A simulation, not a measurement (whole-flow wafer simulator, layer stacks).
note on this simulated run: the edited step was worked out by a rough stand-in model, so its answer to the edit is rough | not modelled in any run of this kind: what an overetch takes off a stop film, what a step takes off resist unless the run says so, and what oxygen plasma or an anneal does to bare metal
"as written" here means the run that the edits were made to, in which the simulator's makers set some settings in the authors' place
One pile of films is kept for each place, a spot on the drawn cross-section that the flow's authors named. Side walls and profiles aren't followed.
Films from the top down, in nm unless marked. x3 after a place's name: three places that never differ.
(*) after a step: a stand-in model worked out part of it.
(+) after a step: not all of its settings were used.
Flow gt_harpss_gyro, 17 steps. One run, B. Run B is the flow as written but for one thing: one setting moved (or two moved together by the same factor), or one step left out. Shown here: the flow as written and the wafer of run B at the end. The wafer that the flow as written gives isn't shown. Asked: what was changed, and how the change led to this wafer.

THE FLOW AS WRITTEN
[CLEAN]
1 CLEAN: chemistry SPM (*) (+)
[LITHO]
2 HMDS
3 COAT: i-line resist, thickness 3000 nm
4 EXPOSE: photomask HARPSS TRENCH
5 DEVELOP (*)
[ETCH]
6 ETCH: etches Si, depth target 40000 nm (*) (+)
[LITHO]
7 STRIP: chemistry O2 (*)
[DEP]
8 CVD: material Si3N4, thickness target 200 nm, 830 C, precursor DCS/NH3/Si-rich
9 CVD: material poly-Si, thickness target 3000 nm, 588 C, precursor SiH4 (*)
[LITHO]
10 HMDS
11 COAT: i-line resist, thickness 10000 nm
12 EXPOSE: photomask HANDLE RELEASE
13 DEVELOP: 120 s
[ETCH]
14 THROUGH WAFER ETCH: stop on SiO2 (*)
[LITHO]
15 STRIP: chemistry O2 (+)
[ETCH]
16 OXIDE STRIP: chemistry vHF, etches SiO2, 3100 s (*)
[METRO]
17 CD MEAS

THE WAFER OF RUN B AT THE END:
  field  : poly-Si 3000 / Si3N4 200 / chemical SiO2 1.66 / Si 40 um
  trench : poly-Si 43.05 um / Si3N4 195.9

The cause: step 6, ETCH: depth target 46000 nm was run, where the flow has depth target 40000 nm.

How the change led to this, step by step:
  6 ETCH: etches Si, depth target 40000 nm (*) (+)
      trench: chemical SiO2 -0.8 (all of it), Si -40 um (all of it), SiO2 -40 (as written it would be: chemical SiO2 -0.8 (all of it), Si -40 um (all of it))
      field: i-line resist -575 (as written it would be: i-line resist -500)
  7 STRIP: chemistry O2 (*)
      field: i-line resist -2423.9 (all of it), chemical SiO2 +0.86, Si -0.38 (as written it would be: i-line resist -2498.9 (all of it), chemical SiO2 +0.87, Si -0.38)
  9 CVD: material poly-Si, thickness target 3000 nm, 588 C, precursor SiH4 (*)
      trench: poly-Si +43.05 um (new film) (as written it would be: poly-Si +43.01 um (new film))
